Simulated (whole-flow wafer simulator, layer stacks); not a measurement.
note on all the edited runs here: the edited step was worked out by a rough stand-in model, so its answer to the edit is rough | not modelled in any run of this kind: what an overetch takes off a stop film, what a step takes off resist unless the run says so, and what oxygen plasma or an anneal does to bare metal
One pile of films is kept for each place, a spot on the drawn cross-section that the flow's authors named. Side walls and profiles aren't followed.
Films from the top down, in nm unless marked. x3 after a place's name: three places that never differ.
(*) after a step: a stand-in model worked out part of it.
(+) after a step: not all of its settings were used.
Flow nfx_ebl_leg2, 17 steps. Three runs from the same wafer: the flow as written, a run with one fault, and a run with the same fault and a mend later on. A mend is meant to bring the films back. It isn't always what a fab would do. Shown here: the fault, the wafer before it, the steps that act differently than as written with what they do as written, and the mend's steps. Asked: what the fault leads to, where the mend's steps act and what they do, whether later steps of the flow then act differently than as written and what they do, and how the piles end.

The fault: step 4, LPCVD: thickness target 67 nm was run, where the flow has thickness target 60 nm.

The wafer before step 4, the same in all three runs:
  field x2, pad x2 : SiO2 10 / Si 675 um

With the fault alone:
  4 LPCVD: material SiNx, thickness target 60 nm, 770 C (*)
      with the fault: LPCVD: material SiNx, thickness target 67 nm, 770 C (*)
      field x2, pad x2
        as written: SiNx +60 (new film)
        with the fault: SiNx +67 (new film)
  Later steps of the flow that act differently than as written:
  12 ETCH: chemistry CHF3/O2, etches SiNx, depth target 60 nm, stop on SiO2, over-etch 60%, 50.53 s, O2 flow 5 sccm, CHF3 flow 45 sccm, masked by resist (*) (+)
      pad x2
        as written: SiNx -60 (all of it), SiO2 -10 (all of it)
        with the fault: SiNx -67 (all of it), SiO2 -10 (all of it)
  At the end the piles differ from the flow's by more than 2% or 0.5 nm, whichever is larger, at field x2.
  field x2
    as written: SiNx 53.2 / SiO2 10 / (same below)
    with the fault: SiNx 60.2 / SiO2 10 / (same below)

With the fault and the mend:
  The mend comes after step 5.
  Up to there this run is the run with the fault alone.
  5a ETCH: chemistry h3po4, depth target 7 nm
      field x2, pad x2
        SiNx -7
  No later step of the flow acts differently than as written at any place that is followed.
  At the end the piles are the same as the flow's at every place that both follow.
